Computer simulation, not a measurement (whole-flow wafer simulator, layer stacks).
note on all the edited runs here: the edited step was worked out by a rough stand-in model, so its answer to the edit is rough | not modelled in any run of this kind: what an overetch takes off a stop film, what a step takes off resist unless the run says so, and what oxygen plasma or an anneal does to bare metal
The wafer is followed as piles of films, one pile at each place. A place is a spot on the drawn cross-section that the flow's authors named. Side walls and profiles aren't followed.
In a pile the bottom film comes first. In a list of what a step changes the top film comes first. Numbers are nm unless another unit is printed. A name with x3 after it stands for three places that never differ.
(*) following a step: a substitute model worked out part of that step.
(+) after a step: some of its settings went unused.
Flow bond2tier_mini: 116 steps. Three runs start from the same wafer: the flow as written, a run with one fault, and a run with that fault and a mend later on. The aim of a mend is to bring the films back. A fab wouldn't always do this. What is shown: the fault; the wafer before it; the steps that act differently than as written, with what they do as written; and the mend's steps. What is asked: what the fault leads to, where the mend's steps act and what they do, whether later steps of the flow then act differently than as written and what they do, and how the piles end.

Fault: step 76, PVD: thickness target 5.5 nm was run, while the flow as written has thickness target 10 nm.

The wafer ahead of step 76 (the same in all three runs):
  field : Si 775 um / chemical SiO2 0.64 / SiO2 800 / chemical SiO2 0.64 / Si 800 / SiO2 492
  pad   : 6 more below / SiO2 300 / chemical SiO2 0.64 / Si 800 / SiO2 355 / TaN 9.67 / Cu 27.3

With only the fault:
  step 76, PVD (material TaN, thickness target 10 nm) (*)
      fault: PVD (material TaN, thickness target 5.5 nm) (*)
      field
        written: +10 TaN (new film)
        fault: +5.5 TaN (new film)
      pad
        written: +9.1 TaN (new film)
        fault: +5.01 TaN (new film)
  Steps later in the flow that act otherwise than as written (1 other step is not shown; it differs only slightly, by no more than 2% or 0.5 nm, whichever is larger):
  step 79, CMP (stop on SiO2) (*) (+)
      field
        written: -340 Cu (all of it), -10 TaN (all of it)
        fault: -340 Cu (all of it), -5.5 TaN (all of it)
  At pad, the piles at the end differ from the flow's by more than 2% or 0.5 nm, whichever is larger.
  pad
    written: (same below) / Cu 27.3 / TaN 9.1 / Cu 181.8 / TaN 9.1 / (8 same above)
    fault: (same below) / Cu 27.3 / TaN 5.01 / Cu 185.9 / TaN 9.1 / (8 same above)

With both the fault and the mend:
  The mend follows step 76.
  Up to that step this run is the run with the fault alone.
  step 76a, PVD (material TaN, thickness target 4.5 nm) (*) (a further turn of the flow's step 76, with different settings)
      field
        +4.5 TaN
      pad
        +4.09 TaN
  Every later step of the flow that is run acts as written at every place that is followed.
  By the end, the piles equal the flow's at every place that both follow.
